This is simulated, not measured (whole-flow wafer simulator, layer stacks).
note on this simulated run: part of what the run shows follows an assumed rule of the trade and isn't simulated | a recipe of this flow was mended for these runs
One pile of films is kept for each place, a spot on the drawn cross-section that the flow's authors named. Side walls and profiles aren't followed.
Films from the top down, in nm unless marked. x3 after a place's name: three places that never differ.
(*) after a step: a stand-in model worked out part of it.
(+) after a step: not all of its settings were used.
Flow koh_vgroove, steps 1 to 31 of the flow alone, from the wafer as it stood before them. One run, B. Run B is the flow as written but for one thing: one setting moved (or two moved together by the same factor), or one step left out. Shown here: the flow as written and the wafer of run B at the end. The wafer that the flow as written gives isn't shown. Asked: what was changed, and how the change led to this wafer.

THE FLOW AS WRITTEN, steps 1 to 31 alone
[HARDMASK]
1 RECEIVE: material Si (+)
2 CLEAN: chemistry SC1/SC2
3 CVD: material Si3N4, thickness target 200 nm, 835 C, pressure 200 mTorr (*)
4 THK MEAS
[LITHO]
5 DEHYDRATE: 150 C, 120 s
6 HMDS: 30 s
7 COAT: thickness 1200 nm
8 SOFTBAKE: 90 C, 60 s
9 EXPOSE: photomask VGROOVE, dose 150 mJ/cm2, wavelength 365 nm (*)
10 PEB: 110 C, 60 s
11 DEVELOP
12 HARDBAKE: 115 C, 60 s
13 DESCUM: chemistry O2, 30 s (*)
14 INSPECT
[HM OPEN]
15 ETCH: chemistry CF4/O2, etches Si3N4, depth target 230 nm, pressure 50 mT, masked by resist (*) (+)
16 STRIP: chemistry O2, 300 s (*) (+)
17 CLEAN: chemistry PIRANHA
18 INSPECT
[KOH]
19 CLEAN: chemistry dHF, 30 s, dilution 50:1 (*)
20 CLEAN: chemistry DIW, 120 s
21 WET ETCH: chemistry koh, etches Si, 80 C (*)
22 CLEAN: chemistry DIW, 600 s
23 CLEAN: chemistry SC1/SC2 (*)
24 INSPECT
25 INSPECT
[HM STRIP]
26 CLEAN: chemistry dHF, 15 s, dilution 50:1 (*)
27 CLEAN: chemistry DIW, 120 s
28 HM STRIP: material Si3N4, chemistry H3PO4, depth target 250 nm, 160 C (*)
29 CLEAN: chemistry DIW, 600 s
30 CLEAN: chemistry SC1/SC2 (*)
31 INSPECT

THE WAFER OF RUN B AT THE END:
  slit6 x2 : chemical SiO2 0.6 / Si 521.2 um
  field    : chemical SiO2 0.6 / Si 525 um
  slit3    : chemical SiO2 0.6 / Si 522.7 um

The cause: step 3, CVD: thickness target 170 nm was run, where the flow has thickness target 200 nm.

How the change led to this, step by step:
  3 CVD: material Si3N4, thickness target 200 nm, 835 C, pressure 200 mTorr (*)
      field, slit3, slit2, slit6 x2: Si3N4 +170 (new film) (as written it would be: Si3N4 +200 (new film))
  15 ETCH: chemistry CF4/O2, etches Si3N4, depth target 230 nm, pressure 50 mT, masked by resist (*) (+)
      slit3, slit2, slit6 x2: Si3N4 -170 (all of it), chemical SiO2 -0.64 (all of it), Si -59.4 (as written it would be: Si3N4 -200 (all of it), chemical SiO2 -0.64 (all of it), Si -29.4)
  28 HM STRIP: material Si3N4, chemistry H3PO4, depth target 250 nm, 160 C (*)
      field: Si3N4 -168.7 (all of it), chemical SiO2 -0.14, Si -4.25 (as written it would be: Si3N4 -198.7 (all of it), chemical SiO2 -0.14, Si -2.75)
